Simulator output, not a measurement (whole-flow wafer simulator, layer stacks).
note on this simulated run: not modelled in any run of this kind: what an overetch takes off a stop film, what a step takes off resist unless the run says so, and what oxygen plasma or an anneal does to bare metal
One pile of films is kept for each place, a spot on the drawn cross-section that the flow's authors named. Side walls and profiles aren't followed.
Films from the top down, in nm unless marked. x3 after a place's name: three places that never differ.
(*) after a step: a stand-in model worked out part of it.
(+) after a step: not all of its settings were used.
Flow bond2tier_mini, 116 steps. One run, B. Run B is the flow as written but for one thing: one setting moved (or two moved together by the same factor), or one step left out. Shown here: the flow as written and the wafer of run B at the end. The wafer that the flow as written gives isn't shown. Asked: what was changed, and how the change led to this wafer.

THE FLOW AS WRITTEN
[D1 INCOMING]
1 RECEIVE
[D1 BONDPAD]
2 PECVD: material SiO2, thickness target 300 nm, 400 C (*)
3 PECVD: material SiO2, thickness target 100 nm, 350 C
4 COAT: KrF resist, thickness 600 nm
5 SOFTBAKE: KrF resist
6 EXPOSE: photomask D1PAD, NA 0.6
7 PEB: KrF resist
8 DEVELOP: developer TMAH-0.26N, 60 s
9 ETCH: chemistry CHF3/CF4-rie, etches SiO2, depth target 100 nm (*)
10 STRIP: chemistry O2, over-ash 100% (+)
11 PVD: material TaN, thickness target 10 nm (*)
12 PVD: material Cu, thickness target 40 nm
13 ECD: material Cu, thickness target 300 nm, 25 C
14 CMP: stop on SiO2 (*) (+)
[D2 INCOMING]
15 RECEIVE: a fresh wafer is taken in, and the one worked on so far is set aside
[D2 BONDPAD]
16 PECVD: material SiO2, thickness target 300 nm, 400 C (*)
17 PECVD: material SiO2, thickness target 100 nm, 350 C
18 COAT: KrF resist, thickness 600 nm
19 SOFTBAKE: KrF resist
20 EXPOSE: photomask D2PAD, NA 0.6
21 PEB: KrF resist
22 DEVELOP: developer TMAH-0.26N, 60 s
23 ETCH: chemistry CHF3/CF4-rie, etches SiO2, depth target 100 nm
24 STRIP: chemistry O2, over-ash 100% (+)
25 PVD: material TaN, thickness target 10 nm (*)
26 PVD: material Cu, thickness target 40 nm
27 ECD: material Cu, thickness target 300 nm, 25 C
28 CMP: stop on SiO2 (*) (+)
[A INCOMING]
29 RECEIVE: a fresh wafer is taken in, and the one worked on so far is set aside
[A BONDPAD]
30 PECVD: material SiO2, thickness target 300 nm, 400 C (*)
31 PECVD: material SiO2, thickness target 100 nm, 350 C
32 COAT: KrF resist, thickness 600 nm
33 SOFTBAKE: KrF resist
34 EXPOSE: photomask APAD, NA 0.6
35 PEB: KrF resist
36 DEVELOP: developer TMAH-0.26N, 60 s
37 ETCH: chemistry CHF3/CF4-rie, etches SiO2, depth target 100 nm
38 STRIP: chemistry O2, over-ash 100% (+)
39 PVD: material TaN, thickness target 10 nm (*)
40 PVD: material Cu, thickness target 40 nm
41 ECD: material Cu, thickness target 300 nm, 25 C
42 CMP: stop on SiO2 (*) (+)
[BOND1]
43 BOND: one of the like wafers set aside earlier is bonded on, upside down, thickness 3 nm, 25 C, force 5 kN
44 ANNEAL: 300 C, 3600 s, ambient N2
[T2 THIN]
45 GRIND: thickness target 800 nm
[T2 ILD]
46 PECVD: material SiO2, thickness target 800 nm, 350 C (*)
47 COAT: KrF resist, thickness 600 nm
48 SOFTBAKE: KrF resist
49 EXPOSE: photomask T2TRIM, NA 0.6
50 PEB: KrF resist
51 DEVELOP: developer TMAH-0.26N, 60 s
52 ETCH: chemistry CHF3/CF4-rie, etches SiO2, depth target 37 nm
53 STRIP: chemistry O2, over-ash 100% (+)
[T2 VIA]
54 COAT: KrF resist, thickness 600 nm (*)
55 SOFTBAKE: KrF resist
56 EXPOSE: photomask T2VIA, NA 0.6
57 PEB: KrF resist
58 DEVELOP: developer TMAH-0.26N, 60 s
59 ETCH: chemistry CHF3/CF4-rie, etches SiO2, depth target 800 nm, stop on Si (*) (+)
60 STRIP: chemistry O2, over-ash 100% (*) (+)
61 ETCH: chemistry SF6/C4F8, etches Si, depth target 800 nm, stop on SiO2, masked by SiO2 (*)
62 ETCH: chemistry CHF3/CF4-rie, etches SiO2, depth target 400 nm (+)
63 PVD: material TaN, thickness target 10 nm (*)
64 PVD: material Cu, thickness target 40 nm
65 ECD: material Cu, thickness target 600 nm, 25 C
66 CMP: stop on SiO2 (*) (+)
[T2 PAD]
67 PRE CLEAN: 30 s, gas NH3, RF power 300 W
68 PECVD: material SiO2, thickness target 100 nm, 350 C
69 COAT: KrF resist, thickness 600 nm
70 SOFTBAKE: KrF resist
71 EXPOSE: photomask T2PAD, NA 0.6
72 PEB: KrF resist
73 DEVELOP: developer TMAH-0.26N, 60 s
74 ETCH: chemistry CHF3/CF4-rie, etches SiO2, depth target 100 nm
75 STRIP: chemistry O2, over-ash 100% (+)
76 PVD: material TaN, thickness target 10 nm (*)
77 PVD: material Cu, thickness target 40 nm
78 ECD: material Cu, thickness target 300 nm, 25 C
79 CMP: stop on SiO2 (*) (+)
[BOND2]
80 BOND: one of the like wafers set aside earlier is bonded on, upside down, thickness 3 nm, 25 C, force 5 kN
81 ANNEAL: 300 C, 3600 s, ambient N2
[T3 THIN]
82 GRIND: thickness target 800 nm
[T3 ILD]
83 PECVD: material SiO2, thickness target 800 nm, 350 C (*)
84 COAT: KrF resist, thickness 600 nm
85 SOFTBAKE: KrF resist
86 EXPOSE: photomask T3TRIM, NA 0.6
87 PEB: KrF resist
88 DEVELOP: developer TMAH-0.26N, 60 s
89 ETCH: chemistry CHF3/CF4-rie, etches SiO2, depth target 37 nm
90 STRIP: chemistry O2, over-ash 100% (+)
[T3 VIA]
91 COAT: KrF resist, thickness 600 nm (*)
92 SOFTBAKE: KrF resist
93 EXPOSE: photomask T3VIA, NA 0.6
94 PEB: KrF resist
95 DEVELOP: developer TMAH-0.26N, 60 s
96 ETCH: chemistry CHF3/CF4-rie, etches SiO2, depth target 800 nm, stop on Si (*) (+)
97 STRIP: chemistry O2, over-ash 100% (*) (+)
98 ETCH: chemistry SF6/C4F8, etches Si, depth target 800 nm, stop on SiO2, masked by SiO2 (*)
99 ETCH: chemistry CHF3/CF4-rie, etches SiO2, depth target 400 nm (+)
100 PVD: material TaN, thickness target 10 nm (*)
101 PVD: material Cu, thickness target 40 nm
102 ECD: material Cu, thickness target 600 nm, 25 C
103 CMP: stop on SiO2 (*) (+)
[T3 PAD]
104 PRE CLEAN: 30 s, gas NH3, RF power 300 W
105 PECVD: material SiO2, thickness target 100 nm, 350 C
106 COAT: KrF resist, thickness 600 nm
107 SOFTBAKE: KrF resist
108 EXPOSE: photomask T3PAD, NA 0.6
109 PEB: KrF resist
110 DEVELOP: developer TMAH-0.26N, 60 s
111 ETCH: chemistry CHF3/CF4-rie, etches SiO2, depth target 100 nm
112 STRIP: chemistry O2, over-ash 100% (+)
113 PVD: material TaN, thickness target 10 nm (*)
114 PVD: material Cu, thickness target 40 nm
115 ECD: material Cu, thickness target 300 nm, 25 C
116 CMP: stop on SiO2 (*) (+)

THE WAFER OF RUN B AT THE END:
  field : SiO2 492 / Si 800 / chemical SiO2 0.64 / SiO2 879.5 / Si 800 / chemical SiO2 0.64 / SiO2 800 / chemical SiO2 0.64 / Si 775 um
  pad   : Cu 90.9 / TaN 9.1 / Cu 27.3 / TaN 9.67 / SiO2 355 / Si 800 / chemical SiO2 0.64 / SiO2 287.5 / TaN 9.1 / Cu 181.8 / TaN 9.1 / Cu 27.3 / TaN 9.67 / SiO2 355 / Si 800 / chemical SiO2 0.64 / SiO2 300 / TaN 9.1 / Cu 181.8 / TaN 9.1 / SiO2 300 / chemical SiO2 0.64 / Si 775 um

The cause: step 17, PECVD: thickness target 87.5 nm was run, where the flow has thickness target 100 nm.

How the change led to this, step by step:
  17 PECVD: material SiO2, thickness target 100 nm, 350 C
      field, pad, via: SiO2 +87.5 (as written it would be: SiO2 +100)
  80 BOND: one of the like wafers set aside earlier is bonded on, upside down, thickness 3 nm, 25 C, force 5 kN
      field: Si +775 um (new film), chemical SiO2 +0.64 (new film), SiO2 +387.5 (as written it would be: Si +775 um (new film), chemical SiO2 +0.64 (new film), SiO2 +400)
      pad: Si +775 um (new film), chemical SiO2 +0.64 (new film), SiO2 +287.5 (new film), TaN +9.1 (new film), Cu +90.9 (as written it would be: Si +775 um (new film), chemical SiO2 +0.64 (new film), SiO2 +300 (new film), TaN +9.1 (new film), Cu +90.9)
